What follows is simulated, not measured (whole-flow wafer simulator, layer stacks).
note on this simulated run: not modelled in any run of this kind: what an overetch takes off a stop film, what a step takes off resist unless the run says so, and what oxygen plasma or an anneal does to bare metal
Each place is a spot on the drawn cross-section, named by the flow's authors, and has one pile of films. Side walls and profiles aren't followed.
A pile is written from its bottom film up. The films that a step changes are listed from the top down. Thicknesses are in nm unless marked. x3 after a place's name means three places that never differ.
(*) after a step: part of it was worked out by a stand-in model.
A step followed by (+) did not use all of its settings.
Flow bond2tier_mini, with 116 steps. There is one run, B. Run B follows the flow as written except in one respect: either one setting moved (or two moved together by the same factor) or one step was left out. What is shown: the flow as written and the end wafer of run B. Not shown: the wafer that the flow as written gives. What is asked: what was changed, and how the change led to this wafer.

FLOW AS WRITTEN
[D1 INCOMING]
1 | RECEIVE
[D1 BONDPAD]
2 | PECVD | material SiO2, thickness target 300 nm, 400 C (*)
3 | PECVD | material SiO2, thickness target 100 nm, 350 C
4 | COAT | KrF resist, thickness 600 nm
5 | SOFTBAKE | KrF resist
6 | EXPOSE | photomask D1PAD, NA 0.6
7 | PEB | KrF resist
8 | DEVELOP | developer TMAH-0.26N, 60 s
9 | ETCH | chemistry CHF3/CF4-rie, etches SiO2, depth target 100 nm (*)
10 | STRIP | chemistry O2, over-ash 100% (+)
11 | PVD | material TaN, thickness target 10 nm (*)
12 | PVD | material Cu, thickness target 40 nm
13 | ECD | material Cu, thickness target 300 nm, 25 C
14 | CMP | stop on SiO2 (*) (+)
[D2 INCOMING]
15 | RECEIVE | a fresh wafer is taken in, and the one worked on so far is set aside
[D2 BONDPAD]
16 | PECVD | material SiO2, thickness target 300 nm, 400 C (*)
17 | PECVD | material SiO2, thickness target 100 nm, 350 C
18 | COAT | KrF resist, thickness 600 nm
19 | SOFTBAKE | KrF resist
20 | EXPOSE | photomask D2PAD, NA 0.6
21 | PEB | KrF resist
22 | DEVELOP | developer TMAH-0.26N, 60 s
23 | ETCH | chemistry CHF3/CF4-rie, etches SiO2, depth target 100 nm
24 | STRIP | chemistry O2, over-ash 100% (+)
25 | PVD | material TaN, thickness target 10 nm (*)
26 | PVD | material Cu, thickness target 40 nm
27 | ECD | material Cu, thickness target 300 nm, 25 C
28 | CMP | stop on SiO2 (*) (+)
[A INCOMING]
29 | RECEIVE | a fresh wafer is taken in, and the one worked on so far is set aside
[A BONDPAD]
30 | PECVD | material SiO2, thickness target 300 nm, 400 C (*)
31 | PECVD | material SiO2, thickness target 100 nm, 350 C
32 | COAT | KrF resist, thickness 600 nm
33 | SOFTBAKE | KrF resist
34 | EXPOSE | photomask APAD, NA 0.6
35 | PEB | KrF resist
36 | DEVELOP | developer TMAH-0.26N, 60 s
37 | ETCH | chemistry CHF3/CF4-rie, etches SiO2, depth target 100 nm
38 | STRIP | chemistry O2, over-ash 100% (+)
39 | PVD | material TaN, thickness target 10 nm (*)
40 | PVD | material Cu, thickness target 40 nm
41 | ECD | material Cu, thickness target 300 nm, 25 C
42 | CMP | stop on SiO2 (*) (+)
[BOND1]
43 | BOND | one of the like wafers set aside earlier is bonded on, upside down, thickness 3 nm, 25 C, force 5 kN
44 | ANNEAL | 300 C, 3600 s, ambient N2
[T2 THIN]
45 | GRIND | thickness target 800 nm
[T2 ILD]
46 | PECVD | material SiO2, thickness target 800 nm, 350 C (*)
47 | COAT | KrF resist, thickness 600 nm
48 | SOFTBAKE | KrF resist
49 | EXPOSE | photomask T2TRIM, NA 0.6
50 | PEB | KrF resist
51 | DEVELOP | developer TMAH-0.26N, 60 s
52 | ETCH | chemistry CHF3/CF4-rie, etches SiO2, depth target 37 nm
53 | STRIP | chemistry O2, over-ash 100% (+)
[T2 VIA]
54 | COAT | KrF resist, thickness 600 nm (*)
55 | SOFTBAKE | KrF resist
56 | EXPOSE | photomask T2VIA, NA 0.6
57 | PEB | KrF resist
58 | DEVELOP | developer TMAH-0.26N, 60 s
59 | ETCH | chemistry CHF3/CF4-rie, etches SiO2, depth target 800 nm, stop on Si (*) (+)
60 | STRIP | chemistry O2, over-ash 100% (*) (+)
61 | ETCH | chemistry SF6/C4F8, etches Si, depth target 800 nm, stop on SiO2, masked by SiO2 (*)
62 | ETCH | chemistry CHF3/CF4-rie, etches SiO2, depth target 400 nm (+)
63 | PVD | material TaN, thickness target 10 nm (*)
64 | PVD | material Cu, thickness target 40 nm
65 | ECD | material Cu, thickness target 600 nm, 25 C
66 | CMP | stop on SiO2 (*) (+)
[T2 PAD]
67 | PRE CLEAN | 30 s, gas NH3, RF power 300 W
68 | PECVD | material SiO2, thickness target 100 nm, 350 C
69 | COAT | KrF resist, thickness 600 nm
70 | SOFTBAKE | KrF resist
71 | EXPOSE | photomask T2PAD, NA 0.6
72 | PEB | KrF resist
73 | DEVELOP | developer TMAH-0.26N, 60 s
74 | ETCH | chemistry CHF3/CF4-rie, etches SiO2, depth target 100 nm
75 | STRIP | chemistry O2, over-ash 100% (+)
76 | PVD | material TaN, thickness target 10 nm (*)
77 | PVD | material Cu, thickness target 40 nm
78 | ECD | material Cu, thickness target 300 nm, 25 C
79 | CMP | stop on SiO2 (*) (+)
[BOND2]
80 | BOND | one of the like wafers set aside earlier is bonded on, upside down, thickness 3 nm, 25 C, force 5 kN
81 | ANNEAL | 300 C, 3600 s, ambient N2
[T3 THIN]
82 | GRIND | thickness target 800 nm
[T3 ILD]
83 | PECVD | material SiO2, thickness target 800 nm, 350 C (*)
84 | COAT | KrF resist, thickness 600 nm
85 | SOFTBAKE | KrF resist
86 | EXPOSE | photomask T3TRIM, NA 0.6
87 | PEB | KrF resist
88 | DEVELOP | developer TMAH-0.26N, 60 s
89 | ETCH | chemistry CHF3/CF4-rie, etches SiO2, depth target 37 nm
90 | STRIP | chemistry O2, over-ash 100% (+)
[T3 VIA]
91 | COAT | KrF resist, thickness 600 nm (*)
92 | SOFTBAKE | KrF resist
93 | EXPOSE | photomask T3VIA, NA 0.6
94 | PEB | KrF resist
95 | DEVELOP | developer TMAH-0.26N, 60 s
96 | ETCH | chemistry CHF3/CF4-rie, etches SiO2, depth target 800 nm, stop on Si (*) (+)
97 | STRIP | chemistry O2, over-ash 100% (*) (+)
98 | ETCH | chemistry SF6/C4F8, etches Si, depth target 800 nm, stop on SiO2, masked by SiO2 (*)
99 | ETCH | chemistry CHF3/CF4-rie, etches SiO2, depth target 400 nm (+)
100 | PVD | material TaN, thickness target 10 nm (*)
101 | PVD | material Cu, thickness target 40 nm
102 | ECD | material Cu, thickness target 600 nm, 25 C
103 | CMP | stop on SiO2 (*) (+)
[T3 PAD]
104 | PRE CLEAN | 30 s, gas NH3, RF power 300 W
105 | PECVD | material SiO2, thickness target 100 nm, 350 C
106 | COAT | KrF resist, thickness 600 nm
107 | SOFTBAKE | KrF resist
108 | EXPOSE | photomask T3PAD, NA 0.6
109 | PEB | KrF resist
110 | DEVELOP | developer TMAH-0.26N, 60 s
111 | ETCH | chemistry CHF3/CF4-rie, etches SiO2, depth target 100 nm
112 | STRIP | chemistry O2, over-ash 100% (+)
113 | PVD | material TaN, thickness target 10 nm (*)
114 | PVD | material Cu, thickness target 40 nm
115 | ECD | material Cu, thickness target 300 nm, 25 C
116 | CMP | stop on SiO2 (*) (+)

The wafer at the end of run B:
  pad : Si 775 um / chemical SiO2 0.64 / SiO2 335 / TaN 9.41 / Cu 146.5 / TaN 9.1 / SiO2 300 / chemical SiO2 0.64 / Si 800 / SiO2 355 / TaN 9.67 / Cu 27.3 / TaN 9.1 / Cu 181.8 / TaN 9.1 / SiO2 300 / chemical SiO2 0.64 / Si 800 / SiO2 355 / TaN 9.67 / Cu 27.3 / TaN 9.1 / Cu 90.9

Cause: step 37, ETCH: depth target 65 nm was run, while the flow as written has depth target 100 nm.

How this came from the change, step by step:
  37 | ETCH | chemistry CHF3/CF4-rie, etches SiO2, depth target 100 nm
      pad, via: -65 SiO2 (as written it would have been: -100 SiO2)
      field: -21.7 KrF resist (as written it would have been: -33.3 KrF resist)
  38 | STRIP | chemistry O2, over-ash 100% (+)
      field: -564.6 KrF resist (all of it) (as written it would have been: -552.9 KrF resist (all of it))
  40 | PVD | material Cu, thickness target 40 nm
      pad: +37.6 Cu (new film) (as written it would have been: +36.4 Cu (new film))
  41 | ECD | material Cu, thickness target 300 nm, 25 C
      pad: +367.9 Cu (as written it would have been: +404.5 Cu)
      via: +365 Cu (as written it would have been: +400.2 Cu)
